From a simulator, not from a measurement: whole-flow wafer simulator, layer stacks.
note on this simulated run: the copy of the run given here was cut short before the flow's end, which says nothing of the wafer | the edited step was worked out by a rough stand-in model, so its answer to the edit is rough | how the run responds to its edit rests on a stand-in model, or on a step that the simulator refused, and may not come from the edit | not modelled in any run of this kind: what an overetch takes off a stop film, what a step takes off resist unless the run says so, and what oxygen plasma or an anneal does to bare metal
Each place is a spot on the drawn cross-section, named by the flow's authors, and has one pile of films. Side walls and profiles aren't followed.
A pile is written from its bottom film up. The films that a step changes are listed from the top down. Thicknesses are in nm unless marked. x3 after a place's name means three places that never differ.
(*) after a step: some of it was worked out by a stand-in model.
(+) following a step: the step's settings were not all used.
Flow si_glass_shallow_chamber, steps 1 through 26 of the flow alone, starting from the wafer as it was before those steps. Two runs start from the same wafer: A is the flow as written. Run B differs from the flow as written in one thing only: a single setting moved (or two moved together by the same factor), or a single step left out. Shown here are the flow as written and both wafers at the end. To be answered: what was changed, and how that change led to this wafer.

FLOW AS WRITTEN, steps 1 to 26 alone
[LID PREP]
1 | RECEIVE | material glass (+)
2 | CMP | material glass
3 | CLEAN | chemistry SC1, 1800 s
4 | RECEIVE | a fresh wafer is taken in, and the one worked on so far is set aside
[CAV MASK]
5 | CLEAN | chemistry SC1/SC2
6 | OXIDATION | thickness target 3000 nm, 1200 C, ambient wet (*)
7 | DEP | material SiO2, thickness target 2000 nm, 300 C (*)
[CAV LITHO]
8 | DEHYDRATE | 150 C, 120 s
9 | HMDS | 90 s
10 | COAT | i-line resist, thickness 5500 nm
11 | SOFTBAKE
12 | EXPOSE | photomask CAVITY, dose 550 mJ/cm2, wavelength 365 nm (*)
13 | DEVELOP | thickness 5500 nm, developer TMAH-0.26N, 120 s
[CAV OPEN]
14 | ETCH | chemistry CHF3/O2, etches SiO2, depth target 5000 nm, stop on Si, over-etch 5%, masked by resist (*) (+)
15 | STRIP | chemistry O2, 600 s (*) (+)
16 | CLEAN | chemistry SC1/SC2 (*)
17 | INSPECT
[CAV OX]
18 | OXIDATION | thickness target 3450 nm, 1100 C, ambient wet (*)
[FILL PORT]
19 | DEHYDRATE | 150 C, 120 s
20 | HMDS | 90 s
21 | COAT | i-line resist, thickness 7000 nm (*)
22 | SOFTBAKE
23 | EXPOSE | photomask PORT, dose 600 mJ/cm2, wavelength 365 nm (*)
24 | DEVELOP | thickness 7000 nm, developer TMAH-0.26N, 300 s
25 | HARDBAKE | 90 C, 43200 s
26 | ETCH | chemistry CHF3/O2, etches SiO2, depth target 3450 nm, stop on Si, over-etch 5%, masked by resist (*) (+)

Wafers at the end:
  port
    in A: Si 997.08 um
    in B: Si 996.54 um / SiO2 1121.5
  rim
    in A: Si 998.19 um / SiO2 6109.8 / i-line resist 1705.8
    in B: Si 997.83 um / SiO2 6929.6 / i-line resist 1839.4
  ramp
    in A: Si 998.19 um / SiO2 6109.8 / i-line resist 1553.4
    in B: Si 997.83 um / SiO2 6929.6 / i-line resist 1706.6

The reason: step 18, OXIDATION: thickness target 4744 nm was run, whereas the flow has thickness target 3450 nm.

The path from the change to this, step by step:
  18 | OXIDATION | thickness target 3450 nm, 1100 C, ambient wet (*)
      rim, ramp, septum, ring: A +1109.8 SiO2, -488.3 Si | B +1929.6 SiO2, -849 Si
      cav, port: A +3450 SiO2 (new film), -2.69 chemical SiO2 (all of it), -1516.8 Si | B +4744 SiO2 (new film), -2.69 chemical SiO2 (all of it), -2086.2 Si
  21 | COAT | i-line resist, thickness 7000 nm (*)
      ramp: A +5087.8 i-line resist (new film) | B +5214.5 i-line resist (new film)
  22 | SOFTBAKE
      rim: A -849 i-line resist | B -802 i-line resist
      ramp: A -434.5 i-line resist | B -402.5 i-line resist
      (and at 4 other places as well)
  25 | HARDBAKE | 90 C, 43200 s
      rim: A -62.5 i-line resist | B -67.4 i-line resist
      ramp: A -57.1 i-line resist | B -62.5 i-line resist
  26 | ETCH | chemistry CHF3/O2, etches SiO2, depth target 3450 nm, stop on Si, over-etch 5%, masked by resist (*) (+)
      port: A -3450 SiO2 (all of it), -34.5 Si | B -3622.5 SiO2
